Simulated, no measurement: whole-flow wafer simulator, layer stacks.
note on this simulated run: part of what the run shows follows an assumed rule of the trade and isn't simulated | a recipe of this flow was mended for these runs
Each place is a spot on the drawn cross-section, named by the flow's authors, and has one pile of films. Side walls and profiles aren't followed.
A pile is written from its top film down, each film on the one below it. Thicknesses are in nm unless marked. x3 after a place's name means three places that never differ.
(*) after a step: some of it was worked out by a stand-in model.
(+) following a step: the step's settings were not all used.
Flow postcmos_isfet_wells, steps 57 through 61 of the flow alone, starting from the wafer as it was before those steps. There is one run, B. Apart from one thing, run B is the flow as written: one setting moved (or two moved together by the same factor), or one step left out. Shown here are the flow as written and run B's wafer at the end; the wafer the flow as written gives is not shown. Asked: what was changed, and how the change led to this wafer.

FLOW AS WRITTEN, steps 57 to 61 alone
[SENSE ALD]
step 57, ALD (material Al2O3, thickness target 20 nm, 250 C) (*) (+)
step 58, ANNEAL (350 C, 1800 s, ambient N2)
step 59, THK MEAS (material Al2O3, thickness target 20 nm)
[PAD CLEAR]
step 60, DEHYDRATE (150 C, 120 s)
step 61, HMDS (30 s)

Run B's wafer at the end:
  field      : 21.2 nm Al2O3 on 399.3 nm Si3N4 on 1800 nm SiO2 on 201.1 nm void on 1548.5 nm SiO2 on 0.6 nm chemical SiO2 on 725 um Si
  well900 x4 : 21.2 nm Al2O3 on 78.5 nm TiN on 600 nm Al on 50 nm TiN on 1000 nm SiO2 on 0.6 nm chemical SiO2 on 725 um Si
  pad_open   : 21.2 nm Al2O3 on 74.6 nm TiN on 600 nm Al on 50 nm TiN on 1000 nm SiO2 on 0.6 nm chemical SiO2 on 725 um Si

The reason: step 57, ALD: 175 C was run, while the flow as written has 250 C.

The path from the change to this, step by step:
  step 57, ALD (material Al2O3, thickness target 20 nm, 250 C) (*) (+)
      field, margin x3, well900 x4, pad_open: Al2O3 gains 21.2 (new film) (it would be, as written: Al2O3 gains 20 (new film))
